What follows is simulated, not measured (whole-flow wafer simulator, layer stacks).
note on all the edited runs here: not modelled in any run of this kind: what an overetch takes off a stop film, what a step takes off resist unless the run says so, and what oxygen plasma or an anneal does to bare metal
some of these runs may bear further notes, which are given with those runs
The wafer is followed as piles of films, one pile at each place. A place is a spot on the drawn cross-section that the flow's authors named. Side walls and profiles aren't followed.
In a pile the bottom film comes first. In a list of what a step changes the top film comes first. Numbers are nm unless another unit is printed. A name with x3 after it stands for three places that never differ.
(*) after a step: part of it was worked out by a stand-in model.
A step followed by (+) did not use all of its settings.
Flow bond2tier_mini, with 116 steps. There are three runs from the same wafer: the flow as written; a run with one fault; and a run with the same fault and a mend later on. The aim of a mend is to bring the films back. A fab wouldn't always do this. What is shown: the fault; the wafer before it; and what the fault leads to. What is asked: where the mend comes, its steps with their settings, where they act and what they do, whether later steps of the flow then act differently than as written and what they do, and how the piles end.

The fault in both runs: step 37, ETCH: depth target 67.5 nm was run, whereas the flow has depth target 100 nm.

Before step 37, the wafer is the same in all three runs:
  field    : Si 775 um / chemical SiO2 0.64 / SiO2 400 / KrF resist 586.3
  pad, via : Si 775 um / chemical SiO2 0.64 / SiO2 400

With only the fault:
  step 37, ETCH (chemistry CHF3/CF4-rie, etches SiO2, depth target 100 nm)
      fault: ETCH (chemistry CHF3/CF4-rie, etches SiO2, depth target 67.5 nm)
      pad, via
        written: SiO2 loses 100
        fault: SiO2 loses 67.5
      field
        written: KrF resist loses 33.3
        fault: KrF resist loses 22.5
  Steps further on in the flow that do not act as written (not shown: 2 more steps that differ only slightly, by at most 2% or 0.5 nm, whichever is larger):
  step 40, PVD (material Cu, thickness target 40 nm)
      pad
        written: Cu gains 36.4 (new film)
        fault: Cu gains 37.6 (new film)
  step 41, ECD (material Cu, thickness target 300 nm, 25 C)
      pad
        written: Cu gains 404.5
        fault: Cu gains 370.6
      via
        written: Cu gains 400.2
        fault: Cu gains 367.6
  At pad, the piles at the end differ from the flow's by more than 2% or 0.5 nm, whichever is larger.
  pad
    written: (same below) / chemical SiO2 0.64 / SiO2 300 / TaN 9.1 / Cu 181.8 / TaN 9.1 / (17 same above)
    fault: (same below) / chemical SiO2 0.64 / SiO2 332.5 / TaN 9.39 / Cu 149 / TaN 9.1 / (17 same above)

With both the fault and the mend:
  The mend stands after step 38.
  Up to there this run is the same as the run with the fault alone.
  step 38a, COAT (KrF resist, thickness 600 nm) (*) (the flow's step 32 again)
      field
        KrF resist gains 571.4 (new film)
      pad
        KrF resist gains 629.8 (new film)
      via
        KrF resist gains 626.2 (new film)
  step 38b, SOFTBAKE (KrF resist) (the flow's step 33 again)
      alters no film at any place that is followed
  step 38c, EXPOSE (photomask APAD, NA 0.6) (the flow's step 34 again)
      alters no film at any place that is followed
  step 38d, PEB (KrF resist) (the flow's step 35 again)
      alters no film at any place that is followed
  step 38e, DEVELOP (developer TMAH-0.26N, 60 s) (the flow's step 36 again)
      field
        KrF resist loses 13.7
      pad
        KrF resist loses 629.8 (all of it)
      via
        KrF resist loses 626.2 (all of it)
  step 38f, ETCH (chemistry CHF3/CF4-rie, etches SiO2, depth target 32.5 nm) (the flow's step 37 again, with other settings)
      pad, via
        SiO2 loses 32.5
      field
        KrF resist loses 10.8
  step 38g, STRIP (chemistry O2, over-ash 100%) (+) (the flow's step 38 again)
      field
        KrF resist loses 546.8 (all of it)
  Later steps of the flow that are run all act as written at every place that is followed.
  By the end, the piles equal the flow's at every place that both follow.
